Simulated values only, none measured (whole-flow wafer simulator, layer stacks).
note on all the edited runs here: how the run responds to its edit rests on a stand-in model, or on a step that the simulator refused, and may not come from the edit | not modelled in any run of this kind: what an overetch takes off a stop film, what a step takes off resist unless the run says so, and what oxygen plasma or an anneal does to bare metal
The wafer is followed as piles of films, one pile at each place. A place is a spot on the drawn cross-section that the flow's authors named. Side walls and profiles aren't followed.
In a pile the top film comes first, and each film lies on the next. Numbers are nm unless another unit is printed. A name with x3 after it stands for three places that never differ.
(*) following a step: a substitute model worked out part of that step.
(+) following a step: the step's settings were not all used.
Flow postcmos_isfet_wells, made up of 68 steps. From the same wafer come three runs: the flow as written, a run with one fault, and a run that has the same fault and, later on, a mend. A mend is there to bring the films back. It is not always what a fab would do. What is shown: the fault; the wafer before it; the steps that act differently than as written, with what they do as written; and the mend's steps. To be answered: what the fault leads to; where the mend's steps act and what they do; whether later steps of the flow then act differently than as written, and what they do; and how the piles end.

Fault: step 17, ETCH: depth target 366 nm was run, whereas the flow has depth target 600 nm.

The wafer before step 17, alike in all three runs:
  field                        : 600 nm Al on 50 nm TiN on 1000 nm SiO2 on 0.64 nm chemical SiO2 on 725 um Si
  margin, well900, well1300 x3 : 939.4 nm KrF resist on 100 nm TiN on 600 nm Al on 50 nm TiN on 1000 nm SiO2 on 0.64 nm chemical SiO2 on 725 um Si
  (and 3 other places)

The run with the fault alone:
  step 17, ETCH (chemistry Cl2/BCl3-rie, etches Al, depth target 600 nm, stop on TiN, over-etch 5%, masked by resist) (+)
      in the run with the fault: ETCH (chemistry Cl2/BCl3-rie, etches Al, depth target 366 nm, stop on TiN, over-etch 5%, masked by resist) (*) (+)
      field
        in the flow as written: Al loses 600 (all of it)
        in the run with the fault: Al loses 366
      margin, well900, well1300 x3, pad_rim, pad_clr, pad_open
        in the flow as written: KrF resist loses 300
        in the run with the fault: KrF resist loses 183
  Steps later in the flow that act otherwise than as written:
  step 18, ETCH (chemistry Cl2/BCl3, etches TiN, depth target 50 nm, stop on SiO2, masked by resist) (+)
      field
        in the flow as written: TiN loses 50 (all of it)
        in the run with the fault: Al loses 50
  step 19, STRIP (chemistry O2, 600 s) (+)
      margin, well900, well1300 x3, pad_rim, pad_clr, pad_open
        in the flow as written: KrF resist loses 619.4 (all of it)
        in the run with the fault: KrF resist loses 736.4 (all of it)
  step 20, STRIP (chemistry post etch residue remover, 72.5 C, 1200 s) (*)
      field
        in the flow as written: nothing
        in the run with the fault: Al loses 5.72
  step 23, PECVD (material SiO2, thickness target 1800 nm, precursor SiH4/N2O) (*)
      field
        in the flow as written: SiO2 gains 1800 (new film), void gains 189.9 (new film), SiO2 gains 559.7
        in the run with the fault: SiO2 gains 2321.3 (new film)
  The piles end different from the flow's at field by more than 2% or 0.5 nm, whichever is larger.
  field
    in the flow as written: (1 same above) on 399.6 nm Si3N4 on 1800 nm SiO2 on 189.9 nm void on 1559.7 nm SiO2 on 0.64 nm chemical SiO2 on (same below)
    in the run with the fault: (1 same above) on 399.6 nm Si3N4 on 2321.3 nm SiO2 on 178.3 nm Al on 50 nm TiN on 1000 nm SiO2 on 0.64 nm chemical SiO2 on (same below)

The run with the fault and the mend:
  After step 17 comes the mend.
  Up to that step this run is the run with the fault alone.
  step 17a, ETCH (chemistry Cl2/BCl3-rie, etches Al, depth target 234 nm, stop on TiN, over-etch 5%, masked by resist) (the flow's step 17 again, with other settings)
      margin, well900, well1300 x3, pad_rim, pad_clr, pad_open
        KrF resist loses 117
      field
        Al loses 234 (all of it)
  None of the later steps of the flow acts differently than as written at any place that is followed.
  At every place that both follow, the piles at the end match the flow's.
